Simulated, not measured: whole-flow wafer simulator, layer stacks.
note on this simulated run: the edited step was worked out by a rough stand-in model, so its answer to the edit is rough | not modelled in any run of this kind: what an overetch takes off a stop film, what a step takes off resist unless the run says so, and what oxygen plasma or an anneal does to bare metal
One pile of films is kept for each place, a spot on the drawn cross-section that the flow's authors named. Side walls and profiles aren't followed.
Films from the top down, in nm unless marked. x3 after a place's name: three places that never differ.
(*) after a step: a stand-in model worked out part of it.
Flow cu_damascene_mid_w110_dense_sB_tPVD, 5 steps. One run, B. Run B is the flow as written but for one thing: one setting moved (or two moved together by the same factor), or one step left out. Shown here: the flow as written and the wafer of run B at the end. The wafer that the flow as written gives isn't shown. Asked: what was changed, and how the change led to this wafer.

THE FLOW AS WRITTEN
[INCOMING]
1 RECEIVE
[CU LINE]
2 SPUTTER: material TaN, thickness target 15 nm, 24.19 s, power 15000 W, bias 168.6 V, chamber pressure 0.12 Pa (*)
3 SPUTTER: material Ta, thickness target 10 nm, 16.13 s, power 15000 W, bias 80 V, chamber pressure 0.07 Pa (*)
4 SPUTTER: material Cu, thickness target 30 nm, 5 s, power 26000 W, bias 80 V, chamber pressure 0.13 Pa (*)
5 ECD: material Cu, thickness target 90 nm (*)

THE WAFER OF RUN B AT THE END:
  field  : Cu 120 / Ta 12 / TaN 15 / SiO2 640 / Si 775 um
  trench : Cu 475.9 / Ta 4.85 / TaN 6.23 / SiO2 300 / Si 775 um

The cause: step 3, SPUTTER: thickness target 12 nm was run, where the flow has thickness target 10 nm.
It can be read off the wafer: field has Ta 12, and step 3 as written asks for 10 nm.

How the change led to this, step by step:
  3 SPUTTER: material Ta, thickness target 10 nm, 16.13 s, power 15000 W, bias 80 V, chamber pressure 0.07 Pa (*)
      field: Ta +12 (new film) (as written it would be: Ta +10 (new film))
      trench: Ta +4.85 (new film) (as written it would be: Ta +4.05 (new film))
